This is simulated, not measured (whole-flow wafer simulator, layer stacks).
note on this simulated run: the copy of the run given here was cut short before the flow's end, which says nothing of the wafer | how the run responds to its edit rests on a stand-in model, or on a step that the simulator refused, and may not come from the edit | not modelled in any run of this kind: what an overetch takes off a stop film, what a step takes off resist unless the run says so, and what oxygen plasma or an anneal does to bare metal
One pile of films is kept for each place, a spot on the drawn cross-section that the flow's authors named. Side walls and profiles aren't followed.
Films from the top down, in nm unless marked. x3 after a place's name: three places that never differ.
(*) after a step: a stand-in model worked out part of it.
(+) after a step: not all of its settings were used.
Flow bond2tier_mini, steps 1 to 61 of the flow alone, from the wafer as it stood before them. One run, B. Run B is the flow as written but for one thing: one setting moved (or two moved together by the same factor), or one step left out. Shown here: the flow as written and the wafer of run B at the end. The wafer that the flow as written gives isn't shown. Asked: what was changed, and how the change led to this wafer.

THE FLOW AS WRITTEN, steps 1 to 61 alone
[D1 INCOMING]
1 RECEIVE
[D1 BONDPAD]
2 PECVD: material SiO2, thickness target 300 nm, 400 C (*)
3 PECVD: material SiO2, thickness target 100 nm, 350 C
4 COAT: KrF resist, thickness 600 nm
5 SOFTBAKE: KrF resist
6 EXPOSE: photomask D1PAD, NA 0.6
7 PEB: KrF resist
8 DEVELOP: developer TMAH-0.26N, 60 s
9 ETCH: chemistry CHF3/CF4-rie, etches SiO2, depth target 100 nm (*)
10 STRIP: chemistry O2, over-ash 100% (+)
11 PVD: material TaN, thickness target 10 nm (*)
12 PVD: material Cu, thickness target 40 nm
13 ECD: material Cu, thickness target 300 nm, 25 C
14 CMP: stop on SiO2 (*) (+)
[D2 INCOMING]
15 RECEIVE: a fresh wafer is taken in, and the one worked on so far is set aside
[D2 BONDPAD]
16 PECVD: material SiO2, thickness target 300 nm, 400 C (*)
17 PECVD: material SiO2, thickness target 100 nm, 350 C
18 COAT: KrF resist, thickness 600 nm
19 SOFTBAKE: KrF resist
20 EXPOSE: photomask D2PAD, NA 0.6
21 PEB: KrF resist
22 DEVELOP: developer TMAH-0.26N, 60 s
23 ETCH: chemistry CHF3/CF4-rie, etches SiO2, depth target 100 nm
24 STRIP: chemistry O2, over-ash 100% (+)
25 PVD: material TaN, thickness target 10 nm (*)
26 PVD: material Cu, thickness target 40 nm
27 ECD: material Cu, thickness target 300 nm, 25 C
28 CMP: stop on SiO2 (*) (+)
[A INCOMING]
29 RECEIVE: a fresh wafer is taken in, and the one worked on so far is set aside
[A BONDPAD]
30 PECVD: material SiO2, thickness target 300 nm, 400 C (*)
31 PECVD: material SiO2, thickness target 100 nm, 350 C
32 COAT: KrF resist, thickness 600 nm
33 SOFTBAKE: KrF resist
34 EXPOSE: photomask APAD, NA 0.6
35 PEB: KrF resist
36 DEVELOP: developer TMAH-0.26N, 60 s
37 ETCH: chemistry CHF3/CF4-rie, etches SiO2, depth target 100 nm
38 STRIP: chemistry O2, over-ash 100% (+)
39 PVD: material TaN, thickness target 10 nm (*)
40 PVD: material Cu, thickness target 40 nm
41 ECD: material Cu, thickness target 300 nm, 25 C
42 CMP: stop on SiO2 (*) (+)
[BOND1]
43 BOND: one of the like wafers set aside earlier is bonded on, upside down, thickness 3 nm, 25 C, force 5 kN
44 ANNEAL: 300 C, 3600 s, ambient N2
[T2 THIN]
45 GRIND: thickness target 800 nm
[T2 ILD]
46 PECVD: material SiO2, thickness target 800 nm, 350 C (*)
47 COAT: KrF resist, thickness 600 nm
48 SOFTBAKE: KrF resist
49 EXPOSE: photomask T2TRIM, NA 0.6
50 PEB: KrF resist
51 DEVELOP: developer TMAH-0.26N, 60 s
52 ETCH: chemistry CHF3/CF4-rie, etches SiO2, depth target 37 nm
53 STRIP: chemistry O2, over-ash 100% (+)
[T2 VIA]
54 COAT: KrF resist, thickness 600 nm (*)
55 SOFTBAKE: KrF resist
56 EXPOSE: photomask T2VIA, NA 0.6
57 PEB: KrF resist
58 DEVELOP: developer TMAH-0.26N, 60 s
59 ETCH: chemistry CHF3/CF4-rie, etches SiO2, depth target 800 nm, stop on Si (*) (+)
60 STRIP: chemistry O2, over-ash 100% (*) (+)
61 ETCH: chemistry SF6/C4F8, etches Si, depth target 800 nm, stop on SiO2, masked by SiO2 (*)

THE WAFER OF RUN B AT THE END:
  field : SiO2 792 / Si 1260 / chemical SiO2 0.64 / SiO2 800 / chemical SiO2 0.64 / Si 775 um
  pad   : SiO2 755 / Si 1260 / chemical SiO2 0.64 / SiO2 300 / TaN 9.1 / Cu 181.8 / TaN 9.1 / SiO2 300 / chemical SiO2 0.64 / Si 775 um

The cause: step 45, GRIND: thickness target 1260 nm was run, where the flow has thickness target 800 nm.
It can be read off the wafer: field has Si 1260, and step 45 as written asks for 800 nm.

How the change led to this, step by step:
  45 GRIND: thickness target 800 nm
      field, pad, via: Si -773.74 um (as written it would be: Si -774.2 um)
